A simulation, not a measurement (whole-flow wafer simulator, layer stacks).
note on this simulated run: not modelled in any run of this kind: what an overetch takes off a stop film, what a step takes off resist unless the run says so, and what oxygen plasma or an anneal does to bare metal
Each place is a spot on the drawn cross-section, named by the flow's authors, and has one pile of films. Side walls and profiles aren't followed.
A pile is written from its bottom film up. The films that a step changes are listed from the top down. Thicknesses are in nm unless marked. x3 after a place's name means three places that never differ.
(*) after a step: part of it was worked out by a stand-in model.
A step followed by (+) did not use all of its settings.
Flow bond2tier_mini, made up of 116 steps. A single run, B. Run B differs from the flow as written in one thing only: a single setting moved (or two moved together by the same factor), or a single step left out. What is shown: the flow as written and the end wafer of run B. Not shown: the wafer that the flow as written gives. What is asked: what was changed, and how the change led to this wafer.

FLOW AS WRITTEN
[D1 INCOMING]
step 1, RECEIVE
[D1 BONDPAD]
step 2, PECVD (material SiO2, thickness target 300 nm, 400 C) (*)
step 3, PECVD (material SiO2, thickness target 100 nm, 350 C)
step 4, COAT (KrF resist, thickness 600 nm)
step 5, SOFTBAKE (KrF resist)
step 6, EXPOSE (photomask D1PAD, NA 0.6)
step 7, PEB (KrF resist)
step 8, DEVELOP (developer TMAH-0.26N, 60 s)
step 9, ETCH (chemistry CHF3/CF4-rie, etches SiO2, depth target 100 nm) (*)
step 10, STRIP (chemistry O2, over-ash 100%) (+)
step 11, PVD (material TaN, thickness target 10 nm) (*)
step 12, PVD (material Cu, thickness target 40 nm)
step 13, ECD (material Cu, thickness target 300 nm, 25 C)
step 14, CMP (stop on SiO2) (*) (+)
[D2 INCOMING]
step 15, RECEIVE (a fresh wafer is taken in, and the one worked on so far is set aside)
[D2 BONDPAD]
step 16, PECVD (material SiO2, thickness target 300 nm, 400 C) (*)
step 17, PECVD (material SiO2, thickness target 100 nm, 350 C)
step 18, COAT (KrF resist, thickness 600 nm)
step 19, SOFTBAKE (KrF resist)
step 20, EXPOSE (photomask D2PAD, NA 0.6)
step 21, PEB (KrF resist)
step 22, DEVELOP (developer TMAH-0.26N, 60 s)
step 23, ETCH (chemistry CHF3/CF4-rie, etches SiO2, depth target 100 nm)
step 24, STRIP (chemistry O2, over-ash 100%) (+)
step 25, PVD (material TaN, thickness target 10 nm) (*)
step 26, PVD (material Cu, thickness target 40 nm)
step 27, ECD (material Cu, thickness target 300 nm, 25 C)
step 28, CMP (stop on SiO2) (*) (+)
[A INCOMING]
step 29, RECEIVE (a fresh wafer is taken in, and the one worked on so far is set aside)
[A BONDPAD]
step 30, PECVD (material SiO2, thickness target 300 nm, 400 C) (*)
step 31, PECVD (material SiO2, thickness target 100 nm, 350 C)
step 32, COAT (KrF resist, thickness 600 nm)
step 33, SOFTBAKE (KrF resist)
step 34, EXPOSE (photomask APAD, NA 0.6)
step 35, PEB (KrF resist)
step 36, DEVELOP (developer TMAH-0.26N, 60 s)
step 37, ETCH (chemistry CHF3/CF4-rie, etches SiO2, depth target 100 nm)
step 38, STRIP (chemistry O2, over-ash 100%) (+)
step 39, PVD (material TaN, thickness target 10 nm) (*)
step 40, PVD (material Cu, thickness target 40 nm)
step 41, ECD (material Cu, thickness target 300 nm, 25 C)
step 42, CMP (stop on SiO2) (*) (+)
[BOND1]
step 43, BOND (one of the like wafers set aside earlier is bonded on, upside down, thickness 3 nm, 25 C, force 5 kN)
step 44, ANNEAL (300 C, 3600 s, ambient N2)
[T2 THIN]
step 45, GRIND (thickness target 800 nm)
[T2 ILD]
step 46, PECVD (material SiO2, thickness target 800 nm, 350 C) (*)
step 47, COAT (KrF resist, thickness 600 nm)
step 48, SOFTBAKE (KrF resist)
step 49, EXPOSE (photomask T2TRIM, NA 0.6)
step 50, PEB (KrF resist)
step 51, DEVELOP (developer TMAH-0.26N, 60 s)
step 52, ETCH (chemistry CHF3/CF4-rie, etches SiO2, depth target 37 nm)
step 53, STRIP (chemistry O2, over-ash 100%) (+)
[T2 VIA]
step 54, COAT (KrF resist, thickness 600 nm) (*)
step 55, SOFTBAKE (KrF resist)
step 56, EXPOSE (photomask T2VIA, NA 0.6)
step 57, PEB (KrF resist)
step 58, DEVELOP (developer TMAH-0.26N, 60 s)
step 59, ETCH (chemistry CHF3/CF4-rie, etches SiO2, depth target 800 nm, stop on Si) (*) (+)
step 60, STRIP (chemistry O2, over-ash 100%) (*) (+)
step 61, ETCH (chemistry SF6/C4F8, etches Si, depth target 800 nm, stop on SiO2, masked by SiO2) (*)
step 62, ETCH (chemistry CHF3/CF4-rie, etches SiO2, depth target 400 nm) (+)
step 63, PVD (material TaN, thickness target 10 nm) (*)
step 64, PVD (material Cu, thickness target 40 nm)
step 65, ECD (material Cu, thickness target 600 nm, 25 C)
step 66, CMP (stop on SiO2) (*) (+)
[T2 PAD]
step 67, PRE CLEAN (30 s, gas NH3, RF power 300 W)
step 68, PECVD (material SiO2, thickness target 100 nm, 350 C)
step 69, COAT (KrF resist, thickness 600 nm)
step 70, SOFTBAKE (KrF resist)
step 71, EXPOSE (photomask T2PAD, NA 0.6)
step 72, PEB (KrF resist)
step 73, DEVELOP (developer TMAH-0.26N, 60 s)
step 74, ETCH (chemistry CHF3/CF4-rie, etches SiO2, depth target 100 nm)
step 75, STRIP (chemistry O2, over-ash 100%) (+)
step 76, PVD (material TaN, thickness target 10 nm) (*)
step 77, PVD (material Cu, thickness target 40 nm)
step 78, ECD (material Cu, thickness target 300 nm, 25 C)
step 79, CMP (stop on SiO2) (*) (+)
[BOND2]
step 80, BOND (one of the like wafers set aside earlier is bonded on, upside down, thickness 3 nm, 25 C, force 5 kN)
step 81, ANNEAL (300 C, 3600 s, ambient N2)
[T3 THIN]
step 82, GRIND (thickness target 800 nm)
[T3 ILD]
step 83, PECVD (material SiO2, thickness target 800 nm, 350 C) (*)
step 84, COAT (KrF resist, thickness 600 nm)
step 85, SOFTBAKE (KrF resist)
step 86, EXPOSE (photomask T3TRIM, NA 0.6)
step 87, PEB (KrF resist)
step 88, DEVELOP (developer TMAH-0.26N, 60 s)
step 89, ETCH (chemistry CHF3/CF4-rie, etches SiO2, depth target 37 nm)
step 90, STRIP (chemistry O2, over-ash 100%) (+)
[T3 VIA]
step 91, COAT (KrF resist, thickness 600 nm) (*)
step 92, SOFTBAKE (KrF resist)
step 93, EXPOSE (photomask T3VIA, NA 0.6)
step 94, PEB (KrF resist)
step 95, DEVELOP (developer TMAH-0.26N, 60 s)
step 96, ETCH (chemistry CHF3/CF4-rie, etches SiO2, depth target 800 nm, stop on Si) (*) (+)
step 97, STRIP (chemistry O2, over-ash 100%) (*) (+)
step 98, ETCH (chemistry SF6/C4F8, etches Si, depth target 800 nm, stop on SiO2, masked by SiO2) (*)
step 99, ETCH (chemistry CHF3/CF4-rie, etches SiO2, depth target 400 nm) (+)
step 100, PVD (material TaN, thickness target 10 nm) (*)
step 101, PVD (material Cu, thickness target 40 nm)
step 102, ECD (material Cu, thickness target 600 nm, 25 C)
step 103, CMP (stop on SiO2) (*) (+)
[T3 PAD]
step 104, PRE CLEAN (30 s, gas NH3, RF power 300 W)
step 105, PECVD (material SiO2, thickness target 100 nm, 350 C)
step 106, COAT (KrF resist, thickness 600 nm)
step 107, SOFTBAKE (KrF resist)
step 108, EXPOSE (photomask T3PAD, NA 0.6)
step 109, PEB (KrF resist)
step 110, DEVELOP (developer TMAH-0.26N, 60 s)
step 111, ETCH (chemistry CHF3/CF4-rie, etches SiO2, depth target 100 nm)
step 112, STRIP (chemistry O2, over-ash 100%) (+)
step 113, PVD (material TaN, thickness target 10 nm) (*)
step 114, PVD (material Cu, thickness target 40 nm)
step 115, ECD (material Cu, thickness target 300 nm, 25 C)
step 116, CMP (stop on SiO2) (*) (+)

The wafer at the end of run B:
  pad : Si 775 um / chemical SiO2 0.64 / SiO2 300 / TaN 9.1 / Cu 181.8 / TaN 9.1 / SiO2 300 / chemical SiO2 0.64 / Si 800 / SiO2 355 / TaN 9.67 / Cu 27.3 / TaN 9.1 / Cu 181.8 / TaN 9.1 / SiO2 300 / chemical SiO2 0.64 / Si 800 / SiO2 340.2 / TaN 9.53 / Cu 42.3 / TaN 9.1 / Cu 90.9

The reason: step 89, ETCH: depth target 51.8 nm was run, though the flow has depth target 37 nm.

The path from the change to this, step by step:
  step 89, ETCH (chemistry CHF3/CF4-rie, etches SiO2, depth target 37 nm)
      field: KrF resist loses 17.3 (it would be, as written: KrF resist loses 12.3)
      pad: SiO2 loses 51.8 (it would be, as written: SiO2 loses 37)
  step 97, STRIP (chemistry O2, over-ash 100%) (*) (+)
      field: KrF resist loses 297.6 (all of it) (it would be, as written: KrF resist loses 303.9 (all of it))
  step 102, ECD (material Cu, thickness target 600 nm, 25 C)
      pad: Cu gains 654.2 (it would be, as written: Cu gains 638.7)
